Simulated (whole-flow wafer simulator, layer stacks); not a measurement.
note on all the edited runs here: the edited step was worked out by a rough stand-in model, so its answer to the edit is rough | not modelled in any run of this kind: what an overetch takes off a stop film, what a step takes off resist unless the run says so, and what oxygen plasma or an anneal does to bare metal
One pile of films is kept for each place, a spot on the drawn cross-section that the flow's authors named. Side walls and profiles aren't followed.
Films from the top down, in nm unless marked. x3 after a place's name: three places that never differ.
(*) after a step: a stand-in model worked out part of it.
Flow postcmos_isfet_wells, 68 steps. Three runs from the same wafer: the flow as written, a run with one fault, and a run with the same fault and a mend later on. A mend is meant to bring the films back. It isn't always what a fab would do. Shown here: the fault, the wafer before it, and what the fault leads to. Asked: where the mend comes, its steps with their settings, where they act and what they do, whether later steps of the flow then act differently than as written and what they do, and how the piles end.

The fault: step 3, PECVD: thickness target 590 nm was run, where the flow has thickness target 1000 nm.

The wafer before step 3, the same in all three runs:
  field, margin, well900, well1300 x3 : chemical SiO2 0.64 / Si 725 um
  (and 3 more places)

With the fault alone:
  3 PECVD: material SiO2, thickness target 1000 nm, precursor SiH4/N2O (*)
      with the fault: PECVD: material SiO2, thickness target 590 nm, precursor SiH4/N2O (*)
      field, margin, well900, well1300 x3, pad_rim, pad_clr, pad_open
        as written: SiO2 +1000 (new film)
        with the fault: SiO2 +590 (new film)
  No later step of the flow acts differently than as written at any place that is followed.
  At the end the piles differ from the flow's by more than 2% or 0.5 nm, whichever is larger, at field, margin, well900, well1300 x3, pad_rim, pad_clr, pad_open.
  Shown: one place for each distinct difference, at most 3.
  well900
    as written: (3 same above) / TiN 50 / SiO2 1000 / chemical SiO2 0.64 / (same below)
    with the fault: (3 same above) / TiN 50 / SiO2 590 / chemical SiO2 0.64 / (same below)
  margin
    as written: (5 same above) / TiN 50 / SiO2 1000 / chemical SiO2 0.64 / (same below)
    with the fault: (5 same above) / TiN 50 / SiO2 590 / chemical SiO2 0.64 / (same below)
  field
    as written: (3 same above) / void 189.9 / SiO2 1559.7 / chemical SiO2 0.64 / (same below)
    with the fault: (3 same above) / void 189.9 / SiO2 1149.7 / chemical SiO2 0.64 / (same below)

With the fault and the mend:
  The mend comes after step 3.
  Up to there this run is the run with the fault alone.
  3a PECVD: material SiO2, thickness target 410 nm, precursor SiH4/N2O (*) (the flow's step 3 once more, with other settings)
      field, margin, well900, well1300 x3, pad_rim, pad_clr, pad_open
        SiO2 +410
  No later step of the flow acts differently than as written at any place that is followed.
  At the end the piles are the same as the flow's at every place that both follow.
